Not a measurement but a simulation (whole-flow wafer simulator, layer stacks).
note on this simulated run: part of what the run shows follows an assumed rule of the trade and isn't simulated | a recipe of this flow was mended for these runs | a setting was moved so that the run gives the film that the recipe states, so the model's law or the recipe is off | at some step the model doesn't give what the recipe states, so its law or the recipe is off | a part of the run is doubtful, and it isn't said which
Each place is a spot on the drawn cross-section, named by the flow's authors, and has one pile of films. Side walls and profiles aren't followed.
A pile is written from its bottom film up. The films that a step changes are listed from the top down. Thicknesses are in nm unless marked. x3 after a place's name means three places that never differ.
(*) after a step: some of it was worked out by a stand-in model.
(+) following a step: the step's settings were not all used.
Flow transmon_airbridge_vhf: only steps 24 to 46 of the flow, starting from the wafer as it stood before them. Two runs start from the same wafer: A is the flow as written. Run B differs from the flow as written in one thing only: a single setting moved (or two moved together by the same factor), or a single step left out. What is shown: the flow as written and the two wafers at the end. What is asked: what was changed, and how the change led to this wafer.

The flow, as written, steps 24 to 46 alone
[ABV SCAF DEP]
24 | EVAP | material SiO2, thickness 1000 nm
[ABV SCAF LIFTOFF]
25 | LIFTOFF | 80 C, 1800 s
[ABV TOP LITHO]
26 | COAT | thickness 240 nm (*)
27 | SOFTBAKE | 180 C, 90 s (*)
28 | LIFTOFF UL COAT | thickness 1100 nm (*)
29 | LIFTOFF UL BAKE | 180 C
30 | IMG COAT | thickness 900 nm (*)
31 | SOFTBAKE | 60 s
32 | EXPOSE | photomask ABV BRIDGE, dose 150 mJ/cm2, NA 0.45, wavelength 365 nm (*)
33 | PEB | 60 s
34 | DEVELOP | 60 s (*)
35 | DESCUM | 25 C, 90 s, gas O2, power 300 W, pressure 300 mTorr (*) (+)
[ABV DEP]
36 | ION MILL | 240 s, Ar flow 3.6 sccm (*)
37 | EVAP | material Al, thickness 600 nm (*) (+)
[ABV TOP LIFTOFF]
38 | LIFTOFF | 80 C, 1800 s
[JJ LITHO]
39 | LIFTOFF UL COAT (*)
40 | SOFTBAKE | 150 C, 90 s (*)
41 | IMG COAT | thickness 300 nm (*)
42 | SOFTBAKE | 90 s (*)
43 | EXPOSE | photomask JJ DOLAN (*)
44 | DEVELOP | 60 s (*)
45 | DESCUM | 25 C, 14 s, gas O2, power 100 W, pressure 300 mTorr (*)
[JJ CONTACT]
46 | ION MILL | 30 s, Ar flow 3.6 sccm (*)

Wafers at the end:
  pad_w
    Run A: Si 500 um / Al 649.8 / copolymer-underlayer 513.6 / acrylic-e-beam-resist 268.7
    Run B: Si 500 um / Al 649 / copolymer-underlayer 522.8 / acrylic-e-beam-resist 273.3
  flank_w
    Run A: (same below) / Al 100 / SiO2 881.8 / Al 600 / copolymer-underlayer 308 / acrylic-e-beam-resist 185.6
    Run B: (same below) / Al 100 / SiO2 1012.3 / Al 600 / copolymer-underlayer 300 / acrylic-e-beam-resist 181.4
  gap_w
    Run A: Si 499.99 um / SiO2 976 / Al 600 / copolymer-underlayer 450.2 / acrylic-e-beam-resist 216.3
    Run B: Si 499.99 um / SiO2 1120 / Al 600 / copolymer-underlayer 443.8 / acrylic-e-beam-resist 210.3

What caused this: step 24, EVAP: thickness 1144 nm was run, whereas the flow has thickness 1000 nm.

How this came from the change, step by step:
  24 | EVAP | material SiO2, thickness 1000 nm
      field x3, jj_line, ground_far and 10 more: A SiO2 gains 1000 (new film) | B SiO2 gains 1144 (new film)
      flank_w, flank_e: A SiO2 gains 905.8 (new film) | B SiO2 gains 1036.3 (new film)
  25 | LIFTOFF | 80 C, 1800 s
      field x3, jj_line, trace_open_s x2: A SiO2 loses 1000 (all of it), i-line-resist loses 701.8 (all of it), lift-off-underlayer loses 1100 (all of it), acrylic-e-beam-resist loses 240 (all of it) | B SiO2 loses 1144 (all of it), i-line-resist loses 701.8 (all of it), lift-off-underlayer loses 1100 (all of it), acrylic-e-beam-resist loses 240 (all of it)
      pad_w, pad_e: A SiO2 loses 1000 (all of it), i-line-resist loses 696.3 (all of it), lift-off-underlayer loses 1089.9 (all of it), acrylic-e-beam-resist loses 239.3 (all of it) | B SiO2 loses 1144 (all of it), i-line-resist loses 696.3 (all of it), lift-off-underlayer loses 1089.9 (all of it), acrylic-e-beam-resist loses 239.3 (all of it)
      (and at 1 other place as well)
  26 | COAT | thickness 240 nm (*)
      flank_w, flank_e: A acrylic-e-beam-resist gains 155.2 (new film) | B acrylic-e-beam-resist gains 150.6 (new film)
      gap_w, gap_e: A acrylic-e-beam-resist gains 211.2 (new film) | B acrylic-e-beam-resist gains 204.9 (new film)
      (and at 5 other places as well)
  28 | LIFTOFF UL COAT | thickness 1100 nm (*)
      gap_w, gap_e: A lift-off-underlayer gains 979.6 (new film) | B lift-off-underlayer gains 959.8 (new film)
      margin_s, margin_n: A lift-off-underlayer gains 823.4 (new film) | B lift-off-underlayer gains 790.8 (new film)
      (and at 3 other places as well)
  30 | IMG COAT | thickness 900 nm (*)
      gap_w, gap_e: A i-line-resist gains 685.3 (new film) | B i-line-resist gains 654.1 (new film)
      margin_s, margin_n: A i-line-resist gains 603.2 (new film) | B i-line-resist gains 557.5 (new film)
      (and at 4 other places as well)
  33 | PEB | 60 s
      flank_w, flank_e: A i-line-resist loses 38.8 | B i-line-resist loses 37.4
      gap_w, gap_e: A i-line-resist loses 35 | B i-line-resist loses 33.4
      (and at 4 other places as well)
  34 | DEVELOP | 60 s (*)
      gap_w, gap_e: A i-line-resist loses 650.2 (all of it), lift-off-underlayer loses 979.6 (all of it) | B i-line-resist loses 620.7 (all of it), lift-off-underlayer loses 959.8 (all of it)
      flank_w: A i-line-resist loses 716.4 (all of it), lift-off-underlayer loses 832.3 (all of it) | B i-line-resist loses 692 (all of it), lift-off-underlayer loses 800.7 (all of it)
      (and at 3 other places as well)
  35 | DESCUM | 25 C, 90 s, gas O2, power 300 W, pressure 300 mTorr (*) (+)
      field x3, jj_line, ground_far, trace_open_s x2, margin_s, margin_n: A i-line-resist loses 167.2 | B i-line-resist loses 170.7
      flank_w, flank_e: A acrylic-e-beam-resist loses 155.2 (all of it) | B acrylic-e-beam-resist loses 150.6 (all of it)
      (and at 5 other places as well)
  38 | LIFTOFF | 80 C, 1800 s
      margin_s, margin_n: A Al loses 600 (all of it), i-line-resist loses 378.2 (all of it), lift-off-underlayer loses 823.4 (all of it), acrylic-e-beam-resist loses 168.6 (all of it) | B Al loses 600 (all of it), i-line-resist loses 331.4 (all of it), lift-off-underlayer loses 790.8 (all of it), acrylic-e-beam-resist loses 160.5 (all of it)
  39 | LIFTOFF UL COAT (*)
      flank_w, flank_e: A copolymer-underlayer gains 308 (new film) | B copolymer-underlayer gains 300 (new film)
      margin_s, margin_n: A copolymer-underlayer gains 446.3 (new film) | B copolymer-underlayer gains 435.8 (new film)
  41 | IMG COAT | thickness 300 nm (*)
      gap_w, gap_e: A acrylic-e-beam-resist gains 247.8 (new film) | B acrylic-e-beam-resist gains 241.8 (new film)
      margin_s, margin_n: A acrylic-e-beam-resist gains 249.2 (new film) | B acrylic-e-beam-resist gains 240.2 (new film)
      (and at 2 other places as well)
